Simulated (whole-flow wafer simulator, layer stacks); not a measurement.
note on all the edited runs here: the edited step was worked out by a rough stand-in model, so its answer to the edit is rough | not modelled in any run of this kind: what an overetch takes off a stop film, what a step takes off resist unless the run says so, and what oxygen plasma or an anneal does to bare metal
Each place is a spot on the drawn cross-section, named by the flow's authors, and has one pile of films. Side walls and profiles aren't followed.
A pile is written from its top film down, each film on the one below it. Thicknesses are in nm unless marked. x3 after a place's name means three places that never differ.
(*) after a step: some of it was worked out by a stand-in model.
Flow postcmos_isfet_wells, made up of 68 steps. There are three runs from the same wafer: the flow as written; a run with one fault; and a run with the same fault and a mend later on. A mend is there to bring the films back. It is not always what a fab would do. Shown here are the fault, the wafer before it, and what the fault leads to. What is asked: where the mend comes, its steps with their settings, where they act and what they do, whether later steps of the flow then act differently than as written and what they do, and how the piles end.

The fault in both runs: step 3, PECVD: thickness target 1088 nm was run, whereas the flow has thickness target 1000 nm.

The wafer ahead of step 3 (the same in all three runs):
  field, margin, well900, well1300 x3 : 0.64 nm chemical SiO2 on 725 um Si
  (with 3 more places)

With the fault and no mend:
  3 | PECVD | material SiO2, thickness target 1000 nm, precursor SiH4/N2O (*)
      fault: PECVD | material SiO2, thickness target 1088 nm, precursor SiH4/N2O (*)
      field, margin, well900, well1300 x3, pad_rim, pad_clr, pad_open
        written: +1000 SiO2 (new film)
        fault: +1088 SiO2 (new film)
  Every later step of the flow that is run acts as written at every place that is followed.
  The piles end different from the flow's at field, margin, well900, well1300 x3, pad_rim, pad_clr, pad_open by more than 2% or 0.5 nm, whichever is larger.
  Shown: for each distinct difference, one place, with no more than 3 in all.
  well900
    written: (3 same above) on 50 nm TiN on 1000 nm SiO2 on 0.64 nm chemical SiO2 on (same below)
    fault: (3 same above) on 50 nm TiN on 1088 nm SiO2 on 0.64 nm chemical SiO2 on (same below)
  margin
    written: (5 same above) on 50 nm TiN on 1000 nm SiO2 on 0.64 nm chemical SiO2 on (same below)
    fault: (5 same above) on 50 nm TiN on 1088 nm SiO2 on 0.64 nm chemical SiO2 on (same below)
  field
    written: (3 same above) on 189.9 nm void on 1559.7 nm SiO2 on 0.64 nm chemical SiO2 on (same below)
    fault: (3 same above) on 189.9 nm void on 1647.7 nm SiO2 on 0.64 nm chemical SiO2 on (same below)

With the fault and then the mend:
  After step 3 comes the mend.
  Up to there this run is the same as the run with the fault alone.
  3a | ETCH | chemistry boe, depth target 88 nm
      field, margin, well900, well1300 x3, pad_rim, pad_clr, pad_open
        -88 SiO2
  Every later step of the flow that is run acts as written at every place that is followed.
  By the end, the piles equal the flow's at every place that both follow.
